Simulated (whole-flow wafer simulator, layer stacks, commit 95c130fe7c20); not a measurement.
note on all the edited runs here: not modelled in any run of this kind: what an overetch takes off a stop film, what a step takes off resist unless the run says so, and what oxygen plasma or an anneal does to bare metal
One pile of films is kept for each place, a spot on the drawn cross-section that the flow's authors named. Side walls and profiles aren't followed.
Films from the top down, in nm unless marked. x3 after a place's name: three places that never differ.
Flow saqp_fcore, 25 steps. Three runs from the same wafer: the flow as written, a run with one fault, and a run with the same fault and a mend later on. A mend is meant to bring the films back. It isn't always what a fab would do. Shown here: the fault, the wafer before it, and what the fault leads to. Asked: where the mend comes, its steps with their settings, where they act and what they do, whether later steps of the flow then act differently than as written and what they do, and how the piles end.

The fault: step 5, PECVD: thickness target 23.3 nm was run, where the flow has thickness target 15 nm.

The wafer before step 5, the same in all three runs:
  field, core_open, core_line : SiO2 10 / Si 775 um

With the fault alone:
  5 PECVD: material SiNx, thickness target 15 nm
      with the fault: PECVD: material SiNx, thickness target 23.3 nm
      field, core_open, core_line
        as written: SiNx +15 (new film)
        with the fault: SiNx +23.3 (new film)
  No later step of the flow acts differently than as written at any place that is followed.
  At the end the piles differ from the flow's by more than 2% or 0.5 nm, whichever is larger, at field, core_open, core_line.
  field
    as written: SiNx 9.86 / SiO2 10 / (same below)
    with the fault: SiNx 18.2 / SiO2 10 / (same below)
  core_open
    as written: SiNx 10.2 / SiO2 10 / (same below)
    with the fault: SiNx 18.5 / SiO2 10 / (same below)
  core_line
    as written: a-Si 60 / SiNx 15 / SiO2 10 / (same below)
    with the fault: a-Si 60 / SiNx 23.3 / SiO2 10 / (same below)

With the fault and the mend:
  The mend comes after step 5.
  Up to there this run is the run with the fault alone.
  5a ETCH: chemistry h3po4, depth target 8.3 nm
      field, core_open, core_line
        SiNx -8.3
  No later step of the flow acts differently than as written at any place that is followed.
  At the end the piles are the same as the flow's at every place that both follow.
